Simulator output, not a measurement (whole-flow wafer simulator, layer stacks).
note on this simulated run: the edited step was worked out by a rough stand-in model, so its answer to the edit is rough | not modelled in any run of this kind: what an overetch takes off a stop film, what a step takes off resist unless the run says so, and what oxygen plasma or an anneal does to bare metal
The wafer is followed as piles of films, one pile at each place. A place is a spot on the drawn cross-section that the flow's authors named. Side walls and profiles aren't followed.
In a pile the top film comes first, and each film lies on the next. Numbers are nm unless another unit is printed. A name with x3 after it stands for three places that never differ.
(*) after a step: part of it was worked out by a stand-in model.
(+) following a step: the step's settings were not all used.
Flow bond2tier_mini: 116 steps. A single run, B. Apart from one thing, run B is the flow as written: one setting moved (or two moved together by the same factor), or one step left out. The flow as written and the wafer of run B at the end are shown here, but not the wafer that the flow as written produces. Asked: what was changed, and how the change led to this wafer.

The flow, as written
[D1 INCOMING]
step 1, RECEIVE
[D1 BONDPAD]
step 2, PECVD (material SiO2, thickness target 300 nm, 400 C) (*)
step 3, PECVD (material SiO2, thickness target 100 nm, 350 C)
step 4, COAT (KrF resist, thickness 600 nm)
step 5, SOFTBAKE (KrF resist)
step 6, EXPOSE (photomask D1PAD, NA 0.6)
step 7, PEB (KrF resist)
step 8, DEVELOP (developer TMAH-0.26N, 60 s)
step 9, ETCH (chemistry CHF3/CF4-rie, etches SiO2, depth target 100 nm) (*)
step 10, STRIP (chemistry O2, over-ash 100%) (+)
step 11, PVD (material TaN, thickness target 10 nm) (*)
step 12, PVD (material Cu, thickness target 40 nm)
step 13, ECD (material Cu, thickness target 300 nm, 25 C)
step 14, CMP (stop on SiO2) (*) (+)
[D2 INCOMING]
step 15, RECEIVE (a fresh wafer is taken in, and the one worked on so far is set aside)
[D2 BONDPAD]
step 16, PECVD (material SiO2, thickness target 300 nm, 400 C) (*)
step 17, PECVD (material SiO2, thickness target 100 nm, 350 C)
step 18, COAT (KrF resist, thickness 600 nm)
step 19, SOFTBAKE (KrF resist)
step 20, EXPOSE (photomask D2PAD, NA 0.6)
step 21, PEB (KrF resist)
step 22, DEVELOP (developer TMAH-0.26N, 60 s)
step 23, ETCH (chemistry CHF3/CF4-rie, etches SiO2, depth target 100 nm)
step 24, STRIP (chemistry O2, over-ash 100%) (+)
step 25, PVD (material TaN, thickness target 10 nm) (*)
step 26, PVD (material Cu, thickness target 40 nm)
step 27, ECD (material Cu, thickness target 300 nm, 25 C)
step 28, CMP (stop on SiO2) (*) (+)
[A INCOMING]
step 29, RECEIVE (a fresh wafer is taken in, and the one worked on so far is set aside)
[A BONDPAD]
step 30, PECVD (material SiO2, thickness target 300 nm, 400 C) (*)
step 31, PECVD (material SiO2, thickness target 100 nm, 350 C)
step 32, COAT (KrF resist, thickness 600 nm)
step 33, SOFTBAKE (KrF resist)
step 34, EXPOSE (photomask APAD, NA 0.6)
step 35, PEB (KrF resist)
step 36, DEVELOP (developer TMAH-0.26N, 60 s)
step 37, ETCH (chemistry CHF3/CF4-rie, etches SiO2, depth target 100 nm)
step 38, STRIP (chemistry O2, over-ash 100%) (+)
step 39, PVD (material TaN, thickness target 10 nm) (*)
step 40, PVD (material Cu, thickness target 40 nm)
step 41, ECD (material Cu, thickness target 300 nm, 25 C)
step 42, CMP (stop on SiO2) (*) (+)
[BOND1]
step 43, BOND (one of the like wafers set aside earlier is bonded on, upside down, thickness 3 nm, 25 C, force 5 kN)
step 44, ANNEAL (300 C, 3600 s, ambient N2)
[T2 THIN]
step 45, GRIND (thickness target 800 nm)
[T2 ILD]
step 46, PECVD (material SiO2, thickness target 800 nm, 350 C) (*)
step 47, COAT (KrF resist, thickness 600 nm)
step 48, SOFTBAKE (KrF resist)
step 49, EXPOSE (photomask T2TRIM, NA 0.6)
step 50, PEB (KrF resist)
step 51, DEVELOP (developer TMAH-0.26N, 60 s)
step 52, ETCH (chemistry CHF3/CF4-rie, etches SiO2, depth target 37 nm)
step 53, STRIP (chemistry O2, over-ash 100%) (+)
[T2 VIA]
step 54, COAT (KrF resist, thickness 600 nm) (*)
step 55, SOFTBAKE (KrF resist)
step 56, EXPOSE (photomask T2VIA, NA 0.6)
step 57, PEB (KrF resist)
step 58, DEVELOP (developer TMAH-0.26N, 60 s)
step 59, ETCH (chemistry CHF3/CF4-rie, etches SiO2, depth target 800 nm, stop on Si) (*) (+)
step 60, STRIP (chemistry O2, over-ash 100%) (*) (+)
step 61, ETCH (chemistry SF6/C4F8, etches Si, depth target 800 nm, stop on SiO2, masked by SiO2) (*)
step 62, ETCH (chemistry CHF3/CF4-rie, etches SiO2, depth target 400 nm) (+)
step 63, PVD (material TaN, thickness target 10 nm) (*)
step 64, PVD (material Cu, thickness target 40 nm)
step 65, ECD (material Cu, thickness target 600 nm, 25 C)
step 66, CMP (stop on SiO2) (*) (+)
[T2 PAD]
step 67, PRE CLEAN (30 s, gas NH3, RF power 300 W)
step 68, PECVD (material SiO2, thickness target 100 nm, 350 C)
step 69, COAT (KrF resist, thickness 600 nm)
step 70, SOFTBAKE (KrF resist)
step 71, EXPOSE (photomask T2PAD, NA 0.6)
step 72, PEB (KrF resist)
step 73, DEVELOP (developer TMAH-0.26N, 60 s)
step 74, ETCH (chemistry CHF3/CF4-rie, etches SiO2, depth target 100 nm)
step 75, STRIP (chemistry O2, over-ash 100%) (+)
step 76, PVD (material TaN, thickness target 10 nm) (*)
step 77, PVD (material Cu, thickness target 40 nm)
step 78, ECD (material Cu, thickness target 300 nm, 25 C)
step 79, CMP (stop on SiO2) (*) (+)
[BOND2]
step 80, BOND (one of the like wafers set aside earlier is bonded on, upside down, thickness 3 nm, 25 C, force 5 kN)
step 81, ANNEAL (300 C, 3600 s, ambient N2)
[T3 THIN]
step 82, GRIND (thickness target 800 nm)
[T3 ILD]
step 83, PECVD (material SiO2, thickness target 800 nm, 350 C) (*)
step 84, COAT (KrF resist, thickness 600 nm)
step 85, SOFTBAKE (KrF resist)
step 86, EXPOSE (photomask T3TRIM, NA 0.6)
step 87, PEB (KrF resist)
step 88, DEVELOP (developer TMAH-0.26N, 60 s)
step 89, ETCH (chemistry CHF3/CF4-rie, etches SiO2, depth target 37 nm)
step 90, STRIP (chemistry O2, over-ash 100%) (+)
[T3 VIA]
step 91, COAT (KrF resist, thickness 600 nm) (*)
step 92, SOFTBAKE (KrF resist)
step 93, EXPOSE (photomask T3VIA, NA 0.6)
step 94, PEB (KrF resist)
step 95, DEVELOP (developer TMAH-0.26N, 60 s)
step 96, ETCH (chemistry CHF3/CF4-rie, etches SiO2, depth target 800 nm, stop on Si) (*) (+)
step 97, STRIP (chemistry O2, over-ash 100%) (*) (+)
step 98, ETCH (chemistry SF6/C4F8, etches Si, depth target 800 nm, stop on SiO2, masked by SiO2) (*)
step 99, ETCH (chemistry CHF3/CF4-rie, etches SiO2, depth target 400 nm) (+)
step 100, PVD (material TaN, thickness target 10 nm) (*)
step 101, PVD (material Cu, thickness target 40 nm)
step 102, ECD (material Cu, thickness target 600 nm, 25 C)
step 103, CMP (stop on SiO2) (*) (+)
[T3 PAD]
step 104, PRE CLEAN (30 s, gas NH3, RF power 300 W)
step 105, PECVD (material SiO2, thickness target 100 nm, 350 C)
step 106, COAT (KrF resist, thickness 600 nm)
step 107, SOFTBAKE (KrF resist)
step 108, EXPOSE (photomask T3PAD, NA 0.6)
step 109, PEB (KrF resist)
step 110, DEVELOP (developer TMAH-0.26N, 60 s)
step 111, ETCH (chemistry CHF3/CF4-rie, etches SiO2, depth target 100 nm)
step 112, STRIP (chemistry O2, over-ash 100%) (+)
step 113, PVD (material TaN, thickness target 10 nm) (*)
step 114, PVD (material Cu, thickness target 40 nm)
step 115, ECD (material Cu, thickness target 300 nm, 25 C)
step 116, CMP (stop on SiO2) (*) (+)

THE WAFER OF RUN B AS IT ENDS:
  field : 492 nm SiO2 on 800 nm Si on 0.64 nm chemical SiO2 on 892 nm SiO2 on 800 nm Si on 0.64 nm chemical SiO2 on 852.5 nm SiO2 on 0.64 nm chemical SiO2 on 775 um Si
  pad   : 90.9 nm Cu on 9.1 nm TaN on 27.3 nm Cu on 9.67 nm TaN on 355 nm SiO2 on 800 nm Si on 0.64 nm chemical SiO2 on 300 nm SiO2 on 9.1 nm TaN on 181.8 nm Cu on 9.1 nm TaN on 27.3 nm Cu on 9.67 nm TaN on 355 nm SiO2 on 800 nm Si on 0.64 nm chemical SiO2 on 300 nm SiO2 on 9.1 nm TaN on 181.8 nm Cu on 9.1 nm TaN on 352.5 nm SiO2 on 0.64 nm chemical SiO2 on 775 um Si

The reason: step 30, PECVD: thickness target 352.5 nm was run, while the flow as written has thickness target 300 nm.
One can read it off the wafer: pad has SiO2 352.5, and step 30 as written asks for 300 nm.

How this came from the change, step by step:
  step 30, PECVD (material SiO2, thickness target 300 nm, 400 C) (*)
      field, pad, via: SiO2 gains 352.5 (new film) (in the flow as written it would be: SiO2 gains 300 (new film))
